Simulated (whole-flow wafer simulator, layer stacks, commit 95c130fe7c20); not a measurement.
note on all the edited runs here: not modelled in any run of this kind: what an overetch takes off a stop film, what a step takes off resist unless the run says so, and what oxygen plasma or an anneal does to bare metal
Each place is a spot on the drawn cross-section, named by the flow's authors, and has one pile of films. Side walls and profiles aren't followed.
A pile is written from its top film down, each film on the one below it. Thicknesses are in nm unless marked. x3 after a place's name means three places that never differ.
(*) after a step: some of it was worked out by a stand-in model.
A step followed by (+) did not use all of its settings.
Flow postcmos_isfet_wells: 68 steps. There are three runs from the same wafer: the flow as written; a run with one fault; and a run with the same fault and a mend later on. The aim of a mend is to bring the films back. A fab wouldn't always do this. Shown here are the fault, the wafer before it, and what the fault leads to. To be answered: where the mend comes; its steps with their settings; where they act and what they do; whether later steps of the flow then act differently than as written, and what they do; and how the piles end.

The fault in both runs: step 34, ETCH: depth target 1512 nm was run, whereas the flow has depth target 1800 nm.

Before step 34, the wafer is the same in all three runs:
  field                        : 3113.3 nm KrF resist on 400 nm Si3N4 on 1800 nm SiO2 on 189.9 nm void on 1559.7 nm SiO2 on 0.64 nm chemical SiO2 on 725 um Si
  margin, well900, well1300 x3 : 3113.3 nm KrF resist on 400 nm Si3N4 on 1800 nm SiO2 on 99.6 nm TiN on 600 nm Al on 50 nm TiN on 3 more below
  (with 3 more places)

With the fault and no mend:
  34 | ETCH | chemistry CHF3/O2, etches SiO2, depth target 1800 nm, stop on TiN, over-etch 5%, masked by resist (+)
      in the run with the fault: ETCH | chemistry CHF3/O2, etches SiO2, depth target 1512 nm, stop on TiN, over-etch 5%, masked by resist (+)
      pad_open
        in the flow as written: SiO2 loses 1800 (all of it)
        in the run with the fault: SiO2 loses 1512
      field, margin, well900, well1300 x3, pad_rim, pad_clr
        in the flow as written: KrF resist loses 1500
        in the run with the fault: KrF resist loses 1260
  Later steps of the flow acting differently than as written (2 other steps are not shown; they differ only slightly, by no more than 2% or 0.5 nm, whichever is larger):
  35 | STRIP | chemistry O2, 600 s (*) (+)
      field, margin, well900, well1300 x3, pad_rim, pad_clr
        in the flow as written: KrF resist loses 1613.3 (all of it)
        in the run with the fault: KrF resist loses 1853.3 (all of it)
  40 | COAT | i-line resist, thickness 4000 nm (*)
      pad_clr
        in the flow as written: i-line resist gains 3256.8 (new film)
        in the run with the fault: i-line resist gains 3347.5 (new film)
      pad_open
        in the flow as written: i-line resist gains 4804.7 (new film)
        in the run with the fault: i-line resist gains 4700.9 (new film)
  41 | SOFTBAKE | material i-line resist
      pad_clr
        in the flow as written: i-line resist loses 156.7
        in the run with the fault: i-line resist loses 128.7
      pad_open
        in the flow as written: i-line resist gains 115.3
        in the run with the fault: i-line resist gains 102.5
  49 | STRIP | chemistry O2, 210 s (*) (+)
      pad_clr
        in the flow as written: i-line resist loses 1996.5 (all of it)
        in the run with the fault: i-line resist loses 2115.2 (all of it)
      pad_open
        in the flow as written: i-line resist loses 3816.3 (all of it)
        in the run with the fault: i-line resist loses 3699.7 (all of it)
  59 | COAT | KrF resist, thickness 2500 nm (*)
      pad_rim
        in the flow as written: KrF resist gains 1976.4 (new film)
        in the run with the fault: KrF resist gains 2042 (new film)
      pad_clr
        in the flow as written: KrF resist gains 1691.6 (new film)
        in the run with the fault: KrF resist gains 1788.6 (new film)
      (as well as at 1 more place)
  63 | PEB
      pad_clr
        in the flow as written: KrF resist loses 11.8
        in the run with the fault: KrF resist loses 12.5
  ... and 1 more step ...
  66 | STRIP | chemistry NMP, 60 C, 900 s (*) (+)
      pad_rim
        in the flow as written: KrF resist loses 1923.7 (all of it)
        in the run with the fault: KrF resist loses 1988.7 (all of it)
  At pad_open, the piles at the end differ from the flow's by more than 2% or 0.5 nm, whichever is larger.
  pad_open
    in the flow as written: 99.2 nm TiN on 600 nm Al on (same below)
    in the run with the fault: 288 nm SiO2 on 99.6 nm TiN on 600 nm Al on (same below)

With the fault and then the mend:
  The mend stands after step 34.
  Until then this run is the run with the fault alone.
  34a | ETCH | chemistry CHF3/O2, etches SiO2, depth target 288 nm, stop on TiN, over-etch 5%, masked by resist (a further turn of the flow's step 34, with different settings)
      field, margin, well900, well1300 x3, pad_rim, pad_clr
        KrF resist loses 240
      pad_open
        SiO2 loses 288 (all of it)
  None of the later steps of the flow acts differently than as written at any place that is followed.
  By the end, the piles equal the flow's at every place that both follow.
